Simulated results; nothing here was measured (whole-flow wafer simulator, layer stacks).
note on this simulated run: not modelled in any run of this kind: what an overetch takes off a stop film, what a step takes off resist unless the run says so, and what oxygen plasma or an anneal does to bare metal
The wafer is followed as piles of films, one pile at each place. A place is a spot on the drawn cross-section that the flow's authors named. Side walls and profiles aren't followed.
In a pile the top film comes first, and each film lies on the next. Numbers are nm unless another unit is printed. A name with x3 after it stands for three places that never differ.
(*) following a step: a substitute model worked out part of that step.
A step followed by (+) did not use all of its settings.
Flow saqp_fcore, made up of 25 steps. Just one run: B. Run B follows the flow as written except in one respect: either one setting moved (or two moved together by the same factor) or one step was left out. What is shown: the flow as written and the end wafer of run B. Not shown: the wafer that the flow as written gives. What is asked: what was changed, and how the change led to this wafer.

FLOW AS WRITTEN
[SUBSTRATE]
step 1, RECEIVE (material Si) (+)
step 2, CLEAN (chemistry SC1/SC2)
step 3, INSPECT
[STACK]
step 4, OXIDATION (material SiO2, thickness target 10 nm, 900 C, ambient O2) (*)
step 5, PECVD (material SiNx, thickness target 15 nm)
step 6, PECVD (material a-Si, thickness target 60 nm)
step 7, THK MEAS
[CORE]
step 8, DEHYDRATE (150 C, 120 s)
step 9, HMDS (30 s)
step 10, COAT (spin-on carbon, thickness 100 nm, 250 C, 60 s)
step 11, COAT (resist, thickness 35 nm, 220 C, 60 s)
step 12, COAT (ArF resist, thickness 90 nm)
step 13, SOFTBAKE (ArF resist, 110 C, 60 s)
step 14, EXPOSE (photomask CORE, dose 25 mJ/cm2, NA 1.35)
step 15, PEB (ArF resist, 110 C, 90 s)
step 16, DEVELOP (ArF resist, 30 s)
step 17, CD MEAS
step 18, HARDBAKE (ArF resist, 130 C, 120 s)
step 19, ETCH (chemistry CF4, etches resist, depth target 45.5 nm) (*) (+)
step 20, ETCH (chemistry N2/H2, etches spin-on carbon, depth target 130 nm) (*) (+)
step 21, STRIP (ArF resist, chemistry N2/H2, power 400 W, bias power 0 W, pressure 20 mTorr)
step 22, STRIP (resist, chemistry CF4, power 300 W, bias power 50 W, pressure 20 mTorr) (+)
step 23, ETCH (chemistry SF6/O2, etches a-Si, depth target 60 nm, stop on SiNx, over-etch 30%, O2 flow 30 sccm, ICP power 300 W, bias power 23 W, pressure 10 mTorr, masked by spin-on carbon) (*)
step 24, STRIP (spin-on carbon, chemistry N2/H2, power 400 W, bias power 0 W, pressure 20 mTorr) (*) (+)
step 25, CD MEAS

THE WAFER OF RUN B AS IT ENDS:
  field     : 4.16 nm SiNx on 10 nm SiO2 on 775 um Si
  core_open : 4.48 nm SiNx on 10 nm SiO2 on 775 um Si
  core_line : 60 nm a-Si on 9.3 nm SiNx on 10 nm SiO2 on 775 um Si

The reason: step 5, PECVD: thickness target 9.3 nm was run, though the flow has thickness target 15 nm.
The wafer lets one read it off: core_line has SiNx 9.3, and step 5 as written asks for 15 nm.

Step by step, how the change led to this:
  step 5, PECVD (material SiNx, thickness target 15 nm)
      field, core_open, core_line: +9.3 SiNx (new film) (it would be, as written: +15 SiNx (new film))
